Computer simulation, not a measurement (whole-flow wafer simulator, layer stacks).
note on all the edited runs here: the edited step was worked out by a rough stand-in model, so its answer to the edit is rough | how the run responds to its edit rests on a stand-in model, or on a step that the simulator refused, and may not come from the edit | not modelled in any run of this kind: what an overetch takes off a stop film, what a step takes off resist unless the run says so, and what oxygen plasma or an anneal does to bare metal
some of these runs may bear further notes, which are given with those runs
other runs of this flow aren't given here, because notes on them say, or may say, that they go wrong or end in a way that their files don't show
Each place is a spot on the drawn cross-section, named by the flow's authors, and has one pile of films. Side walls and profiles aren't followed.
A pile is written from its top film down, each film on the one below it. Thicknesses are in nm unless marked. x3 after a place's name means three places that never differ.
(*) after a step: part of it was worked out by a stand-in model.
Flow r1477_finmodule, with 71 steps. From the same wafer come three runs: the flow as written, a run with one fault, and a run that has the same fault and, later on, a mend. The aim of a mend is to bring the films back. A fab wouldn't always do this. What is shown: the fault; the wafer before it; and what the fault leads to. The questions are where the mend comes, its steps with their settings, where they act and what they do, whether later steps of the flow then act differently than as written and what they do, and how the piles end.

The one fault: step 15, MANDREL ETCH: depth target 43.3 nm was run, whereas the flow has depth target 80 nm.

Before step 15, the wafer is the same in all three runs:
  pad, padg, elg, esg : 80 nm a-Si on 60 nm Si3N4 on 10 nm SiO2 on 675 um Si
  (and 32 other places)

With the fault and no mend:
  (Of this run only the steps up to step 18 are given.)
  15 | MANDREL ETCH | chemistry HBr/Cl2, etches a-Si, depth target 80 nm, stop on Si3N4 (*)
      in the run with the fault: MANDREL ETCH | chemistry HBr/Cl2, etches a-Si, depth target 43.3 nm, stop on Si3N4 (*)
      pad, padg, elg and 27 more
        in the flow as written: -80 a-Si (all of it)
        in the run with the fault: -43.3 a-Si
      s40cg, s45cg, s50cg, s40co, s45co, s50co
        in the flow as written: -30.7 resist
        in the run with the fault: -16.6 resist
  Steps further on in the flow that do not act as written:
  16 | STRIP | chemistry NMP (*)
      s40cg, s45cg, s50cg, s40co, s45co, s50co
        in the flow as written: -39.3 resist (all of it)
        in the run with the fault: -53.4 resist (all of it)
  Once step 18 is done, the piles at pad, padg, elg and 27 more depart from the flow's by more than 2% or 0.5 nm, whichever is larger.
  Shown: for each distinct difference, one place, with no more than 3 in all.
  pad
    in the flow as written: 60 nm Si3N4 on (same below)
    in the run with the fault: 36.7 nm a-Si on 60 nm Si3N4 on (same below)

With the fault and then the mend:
  The mend stands after step 16.
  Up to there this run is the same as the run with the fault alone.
  16a | DEHYDRATE | 150 C, 120 s (the flow's step 9, run once more)
      leaves every film unchanged at each place that is followed
  16b | COAT | resist, thickness 70 nm (*) (the flow's step 10, run once more)
      pad, padg, elg and 15 more
        +70 resist (new film)
      s40cg, s40co
        +41.5 resist (new film)
      s40sg, s40so
        +84.1 resist (new film)
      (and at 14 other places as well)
  16c | SOFTBAKE | 180 C, 180 s (*) (the flow's step 11, run once more)
      leaves every film unchanged at each place that is followed
  16d | EXPOSE | resist, photomask FIN MANDREL (the flow's step 12, run once more)
      leaves every film unchanged at each place that is followed
  16e | DEVELOP (*) (the flow's step 13, run once more)
      pad, padg, elg and 15 more
        -70 resist (all of it)
      s40sg, s40so
        -84.1 resist (all of it)
      s40sg_line, s40so_line
        -84.5 resist (all of it)
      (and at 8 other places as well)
  16f | MANDREL ETCH | chemistry HBr/Cl2, etches a-Si, depth target 36.7 nm, stop on Si3N4 (*) (the flow's step 15, run once more with other settings)
      pad, padg, elg and 27 more
        -36.7 a-Si (all of it)
      s40cg, s45cg, s50cg, s40co, s45co, s50co
        -14.1 resist
  16g | STRIP | chemistry NMP (*) (the flow's step 16, run once more)
      s40cg, s40co
        -27.4 resist (all of it)
      s45cg, s45co
        -29.2 resist (all of it)
      s50cg, s50co
        -31 resist (all of it)
  None of the later steps of the flow acts differently than as written at any place that is followed.
  By the end, the piles equal the flow's at every place that both follow.
